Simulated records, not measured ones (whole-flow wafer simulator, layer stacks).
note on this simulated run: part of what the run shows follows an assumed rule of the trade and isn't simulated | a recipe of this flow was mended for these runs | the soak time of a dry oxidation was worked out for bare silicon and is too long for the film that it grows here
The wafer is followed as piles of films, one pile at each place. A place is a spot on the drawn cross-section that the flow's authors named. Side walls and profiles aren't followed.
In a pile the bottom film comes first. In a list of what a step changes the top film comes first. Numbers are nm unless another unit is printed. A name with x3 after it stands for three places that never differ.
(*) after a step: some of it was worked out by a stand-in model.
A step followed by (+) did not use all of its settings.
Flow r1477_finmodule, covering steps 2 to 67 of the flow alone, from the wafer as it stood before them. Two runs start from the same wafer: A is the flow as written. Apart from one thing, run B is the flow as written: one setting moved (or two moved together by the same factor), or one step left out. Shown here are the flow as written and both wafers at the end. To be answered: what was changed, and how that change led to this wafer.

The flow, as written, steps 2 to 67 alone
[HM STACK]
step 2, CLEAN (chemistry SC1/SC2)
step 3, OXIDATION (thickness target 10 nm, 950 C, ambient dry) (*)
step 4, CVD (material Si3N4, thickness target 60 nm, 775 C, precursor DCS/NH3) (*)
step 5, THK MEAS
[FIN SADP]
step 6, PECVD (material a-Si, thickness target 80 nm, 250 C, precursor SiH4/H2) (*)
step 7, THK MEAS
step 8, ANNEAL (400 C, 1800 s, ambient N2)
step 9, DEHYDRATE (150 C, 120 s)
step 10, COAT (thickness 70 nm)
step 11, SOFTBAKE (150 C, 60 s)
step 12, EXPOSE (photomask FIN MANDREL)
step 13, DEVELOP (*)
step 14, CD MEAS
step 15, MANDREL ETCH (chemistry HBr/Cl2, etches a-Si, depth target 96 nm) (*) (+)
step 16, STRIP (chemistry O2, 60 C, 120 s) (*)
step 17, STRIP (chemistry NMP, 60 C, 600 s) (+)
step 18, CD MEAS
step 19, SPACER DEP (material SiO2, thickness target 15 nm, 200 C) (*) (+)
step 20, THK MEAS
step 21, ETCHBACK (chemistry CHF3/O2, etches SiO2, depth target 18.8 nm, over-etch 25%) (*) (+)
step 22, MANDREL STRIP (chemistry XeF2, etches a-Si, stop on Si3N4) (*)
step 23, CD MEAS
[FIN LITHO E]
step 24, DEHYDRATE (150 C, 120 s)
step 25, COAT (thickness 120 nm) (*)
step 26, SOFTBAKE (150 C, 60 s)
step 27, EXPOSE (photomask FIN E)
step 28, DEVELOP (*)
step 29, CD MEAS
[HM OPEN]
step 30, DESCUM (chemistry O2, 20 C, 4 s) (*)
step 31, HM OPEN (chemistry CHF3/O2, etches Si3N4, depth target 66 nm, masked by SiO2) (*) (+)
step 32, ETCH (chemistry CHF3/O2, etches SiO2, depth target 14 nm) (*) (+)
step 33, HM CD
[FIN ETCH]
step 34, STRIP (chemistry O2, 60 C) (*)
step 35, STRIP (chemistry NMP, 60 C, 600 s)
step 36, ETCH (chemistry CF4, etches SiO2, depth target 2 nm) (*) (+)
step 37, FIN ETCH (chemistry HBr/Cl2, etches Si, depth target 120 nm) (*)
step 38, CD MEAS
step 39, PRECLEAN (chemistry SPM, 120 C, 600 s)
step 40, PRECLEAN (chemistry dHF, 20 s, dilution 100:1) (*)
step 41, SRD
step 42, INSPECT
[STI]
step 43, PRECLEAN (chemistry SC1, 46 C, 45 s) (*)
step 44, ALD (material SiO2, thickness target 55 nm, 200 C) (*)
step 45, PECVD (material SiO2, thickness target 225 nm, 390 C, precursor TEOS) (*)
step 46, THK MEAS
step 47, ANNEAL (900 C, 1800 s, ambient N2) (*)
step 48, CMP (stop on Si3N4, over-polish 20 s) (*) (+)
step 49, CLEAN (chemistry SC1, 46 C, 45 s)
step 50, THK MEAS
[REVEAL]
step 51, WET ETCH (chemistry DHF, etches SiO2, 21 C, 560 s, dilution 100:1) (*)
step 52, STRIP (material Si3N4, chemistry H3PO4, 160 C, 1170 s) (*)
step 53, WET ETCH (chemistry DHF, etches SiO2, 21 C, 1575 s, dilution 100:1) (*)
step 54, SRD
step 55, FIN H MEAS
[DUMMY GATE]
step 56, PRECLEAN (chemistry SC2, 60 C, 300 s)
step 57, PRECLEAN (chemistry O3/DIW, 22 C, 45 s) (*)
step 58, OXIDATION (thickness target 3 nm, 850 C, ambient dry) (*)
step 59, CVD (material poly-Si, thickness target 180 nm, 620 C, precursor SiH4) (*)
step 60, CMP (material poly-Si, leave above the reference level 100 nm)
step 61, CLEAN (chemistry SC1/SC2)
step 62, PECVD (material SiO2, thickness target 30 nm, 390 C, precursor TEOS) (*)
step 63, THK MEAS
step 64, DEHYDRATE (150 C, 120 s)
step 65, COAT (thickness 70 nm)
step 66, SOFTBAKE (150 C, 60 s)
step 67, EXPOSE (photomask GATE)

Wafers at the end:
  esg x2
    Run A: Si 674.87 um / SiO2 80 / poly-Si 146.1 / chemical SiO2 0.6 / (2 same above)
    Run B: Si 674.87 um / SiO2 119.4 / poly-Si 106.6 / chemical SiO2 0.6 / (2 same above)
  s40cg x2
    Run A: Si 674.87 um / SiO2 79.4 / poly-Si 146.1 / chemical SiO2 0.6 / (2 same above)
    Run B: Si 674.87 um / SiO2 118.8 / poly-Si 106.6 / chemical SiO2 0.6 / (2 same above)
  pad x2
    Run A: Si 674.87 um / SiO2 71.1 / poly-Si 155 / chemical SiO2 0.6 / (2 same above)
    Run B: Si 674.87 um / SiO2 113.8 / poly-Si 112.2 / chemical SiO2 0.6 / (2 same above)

Cause: step 53, WET ETCH: 787.5 s was run, while the flow as written has 1575 s.

The path from the change to this, step by step:
  step 53, WET ETCH (chemistry DHF, etches SiO2, 21 C, 1575 s, dilution 100:1) (*)
      esg x2, e40sg x2, e100sg x2 and 14 more: A -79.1 SiO2 | B -39.5 SiO2
      pad x2: A -85.7 SiO2 | B -42.8 SiO2
  step 59, CVD (material poly-Si, thickness target 180 nm, 620 C, precursor SiH4) (*)
      e100sg x2, s40sg x2, s50cg x2: A +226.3 poly-Si (new film) | B +185.1 poly-Si (new film)
      s40cg x2, s50sg x2: A +226.3 poly-Si (new film) | B +185.7 poly-Si (new film)
      (and at 10 other places as well)
  step 60, CMP (material poly-Si, leave above the reference level 100 nm)
      e100sg x2, s40sg x2, s50cg x2: A -80 poly-Si | B -78.3 poly-Si
      pad x2: A -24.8 poly-Si | B -67.5 poly-Si
